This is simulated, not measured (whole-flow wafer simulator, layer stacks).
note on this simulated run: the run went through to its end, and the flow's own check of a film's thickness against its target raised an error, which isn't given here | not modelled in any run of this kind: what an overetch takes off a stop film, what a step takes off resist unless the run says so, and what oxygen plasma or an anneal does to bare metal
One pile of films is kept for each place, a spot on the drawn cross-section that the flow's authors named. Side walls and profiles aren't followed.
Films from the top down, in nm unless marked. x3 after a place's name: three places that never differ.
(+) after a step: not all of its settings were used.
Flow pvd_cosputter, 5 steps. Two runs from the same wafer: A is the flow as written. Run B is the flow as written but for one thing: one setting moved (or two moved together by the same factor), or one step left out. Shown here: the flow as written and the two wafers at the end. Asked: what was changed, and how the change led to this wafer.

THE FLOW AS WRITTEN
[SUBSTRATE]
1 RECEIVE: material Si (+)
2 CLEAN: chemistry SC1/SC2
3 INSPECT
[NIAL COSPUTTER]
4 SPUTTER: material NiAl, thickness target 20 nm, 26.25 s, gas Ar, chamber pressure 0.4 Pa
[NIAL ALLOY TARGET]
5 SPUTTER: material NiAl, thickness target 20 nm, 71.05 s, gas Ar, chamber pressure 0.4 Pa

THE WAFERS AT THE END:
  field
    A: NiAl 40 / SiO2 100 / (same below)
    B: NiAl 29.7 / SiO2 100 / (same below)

The cause: step 4, SPUTTER: thickness target 9.74 nm was run, where the flow has thickness target 20 nm; step 4, SPUTTER: 12.78 s was run, where the flow has 26.25 s.

How the change led to this, step by step:
  4 SPUTTER: material NiAl, thickness target 20 nm, 26.25 s, gas Ar, chamber pressure 0.4 Pa
      field: A NiAl +20 (new film) | B NiAl +9.74 (new film)
